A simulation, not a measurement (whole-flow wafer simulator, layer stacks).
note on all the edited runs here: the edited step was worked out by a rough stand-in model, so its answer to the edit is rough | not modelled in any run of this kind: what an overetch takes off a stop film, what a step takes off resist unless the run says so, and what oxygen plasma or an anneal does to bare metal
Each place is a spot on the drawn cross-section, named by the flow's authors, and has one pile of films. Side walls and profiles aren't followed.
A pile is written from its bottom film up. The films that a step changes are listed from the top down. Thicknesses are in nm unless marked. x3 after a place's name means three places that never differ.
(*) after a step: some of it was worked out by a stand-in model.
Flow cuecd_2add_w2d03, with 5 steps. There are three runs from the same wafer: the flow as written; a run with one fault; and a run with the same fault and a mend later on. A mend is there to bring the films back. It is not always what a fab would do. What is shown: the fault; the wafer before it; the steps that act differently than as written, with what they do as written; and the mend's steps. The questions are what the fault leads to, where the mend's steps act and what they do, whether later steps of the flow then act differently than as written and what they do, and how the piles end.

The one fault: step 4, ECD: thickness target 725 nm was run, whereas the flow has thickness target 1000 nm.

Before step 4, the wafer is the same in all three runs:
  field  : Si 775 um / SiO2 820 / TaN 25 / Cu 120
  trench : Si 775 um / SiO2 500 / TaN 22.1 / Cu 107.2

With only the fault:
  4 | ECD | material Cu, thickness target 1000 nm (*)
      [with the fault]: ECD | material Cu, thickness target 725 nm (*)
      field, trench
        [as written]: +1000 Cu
        [with the fault]: +725 Cu
  Every later step of the flow that is run acts as written at every place that is followed.
  By the end, the piles at field, trench depart from the flow's by more than 2% or 0.5 nm, whichever is larger.
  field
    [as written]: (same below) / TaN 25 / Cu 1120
    [with the fault]: (same below) / TaN 25 / Cu 845
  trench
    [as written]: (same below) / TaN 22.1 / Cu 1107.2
    [with the fault]: (same below) / TaN 22.1 / Cu 832.2

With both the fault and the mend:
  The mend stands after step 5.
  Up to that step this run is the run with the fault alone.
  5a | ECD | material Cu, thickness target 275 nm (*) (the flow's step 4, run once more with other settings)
      field, trench
        +275 Cu
  Every later step of the flow that is run acts as written at every place that is followed.
  At every place that both follow, the piles at the end match the flow's.
